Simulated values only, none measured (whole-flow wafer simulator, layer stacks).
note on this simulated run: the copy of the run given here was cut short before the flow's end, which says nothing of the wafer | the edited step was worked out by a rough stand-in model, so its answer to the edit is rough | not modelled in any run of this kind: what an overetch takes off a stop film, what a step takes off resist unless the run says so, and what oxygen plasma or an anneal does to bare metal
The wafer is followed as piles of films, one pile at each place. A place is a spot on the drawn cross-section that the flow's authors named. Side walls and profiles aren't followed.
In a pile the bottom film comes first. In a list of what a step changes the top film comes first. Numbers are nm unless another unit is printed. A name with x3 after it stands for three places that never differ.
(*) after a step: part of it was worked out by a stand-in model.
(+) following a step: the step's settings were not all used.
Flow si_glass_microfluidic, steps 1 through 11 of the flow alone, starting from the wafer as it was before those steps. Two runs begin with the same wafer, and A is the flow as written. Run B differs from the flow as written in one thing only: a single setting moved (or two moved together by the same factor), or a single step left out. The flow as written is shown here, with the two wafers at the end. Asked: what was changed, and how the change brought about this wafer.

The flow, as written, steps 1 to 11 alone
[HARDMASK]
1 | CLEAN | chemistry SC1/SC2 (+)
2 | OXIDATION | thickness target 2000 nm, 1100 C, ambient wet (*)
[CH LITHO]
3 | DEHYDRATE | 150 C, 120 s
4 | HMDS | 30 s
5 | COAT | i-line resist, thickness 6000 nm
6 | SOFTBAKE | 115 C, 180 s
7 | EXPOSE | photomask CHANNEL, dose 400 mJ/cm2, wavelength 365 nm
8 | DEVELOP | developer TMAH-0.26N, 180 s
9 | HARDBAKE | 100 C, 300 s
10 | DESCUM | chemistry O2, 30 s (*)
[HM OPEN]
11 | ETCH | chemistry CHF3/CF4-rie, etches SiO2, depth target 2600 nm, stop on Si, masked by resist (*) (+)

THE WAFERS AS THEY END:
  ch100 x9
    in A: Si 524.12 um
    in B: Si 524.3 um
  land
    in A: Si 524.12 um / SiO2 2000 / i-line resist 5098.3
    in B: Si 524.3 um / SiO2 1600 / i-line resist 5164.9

The reason: step 2, OXIDATION: thickness target 1600 nm was run, whereas the flow has thickness target 2000 nm.
The wafer itself shows it: land has SiO2 1600, and step 2 as written asks for 2000 nm.

Step by step, how the change led to this:
  2 | OXIDATION | thickness target 2000 nm, 1100 C, ambient wet (*)
      land, ch100 x9: A +2000 SiO2 (new film), -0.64 chemical SiO2 (all of it), -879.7 Si | B +1600 SiO2 (new film), -0.64 chemical SiO2 (all of it), -703.7 Si
  11 | ETCH | chemistry CHF3/CF4-rie, etches SiO2, depth target 2600 nm, stop on Si, masked by resist (*) (+)
      ch100 x9: A -2000 SiO2 (all of it) | B -1600 SiO2 (all of it)
      land: A -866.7 i-line resist | B -800 i-line resist
